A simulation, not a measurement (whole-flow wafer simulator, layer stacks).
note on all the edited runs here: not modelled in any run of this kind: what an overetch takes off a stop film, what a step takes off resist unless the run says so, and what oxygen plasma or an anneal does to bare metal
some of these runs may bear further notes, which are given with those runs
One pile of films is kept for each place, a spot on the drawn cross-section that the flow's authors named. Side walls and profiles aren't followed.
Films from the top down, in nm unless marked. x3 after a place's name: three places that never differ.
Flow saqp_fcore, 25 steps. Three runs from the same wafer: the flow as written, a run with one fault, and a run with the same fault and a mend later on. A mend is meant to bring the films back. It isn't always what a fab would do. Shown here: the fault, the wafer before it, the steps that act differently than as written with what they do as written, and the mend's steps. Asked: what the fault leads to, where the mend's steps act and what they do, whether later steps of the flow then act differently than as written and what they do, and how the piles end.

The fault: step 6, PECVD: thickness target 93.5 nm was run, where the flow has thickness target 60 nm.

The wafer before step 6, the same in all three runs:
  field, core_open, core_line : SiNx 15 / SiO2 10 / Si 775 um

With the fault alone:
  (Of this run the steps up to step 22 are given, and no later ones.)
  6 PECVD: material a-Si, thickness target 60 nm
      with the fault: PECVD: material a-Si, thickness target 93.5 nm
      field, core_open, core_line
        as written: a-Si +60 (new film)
        with the fault: a-Si +93.5 (new film)
  No later step of the flow up to step 22 acts differently than as written at any place that is followed.
  After step 22 the piles differ from the flow's by more than 2% or 0.5 nm, whichever is larger, at field, core_open, core_line.
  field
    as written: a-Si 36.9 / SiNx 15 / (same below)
    with the fault: a-Si 70.4 / SiNx 15 / (same below)
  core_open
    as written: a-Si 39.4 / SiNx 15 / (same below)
    with the fault: a-Si 72.9 / SiNx 15 / (same below)
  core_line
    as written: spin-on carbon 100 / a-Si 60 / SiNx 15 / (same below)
    with the fault: spin-on carbon 100 / a-Si 93.5 / SiNx 15 / (same below)

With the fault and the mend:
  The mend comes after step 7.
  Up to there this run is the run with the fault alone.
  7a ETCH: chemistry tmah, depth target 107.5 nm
      field, core_open, core_line
        a-Si -93.5 (all of it)
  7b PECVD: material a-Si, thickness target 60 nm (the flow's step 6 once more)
      field, core_open, core_line
        a-Si +60 (new film)
  No later step of the flow acts differently than as written at any place that is followed.
  At the end the piles are the same as the flow's at every place that both follow.
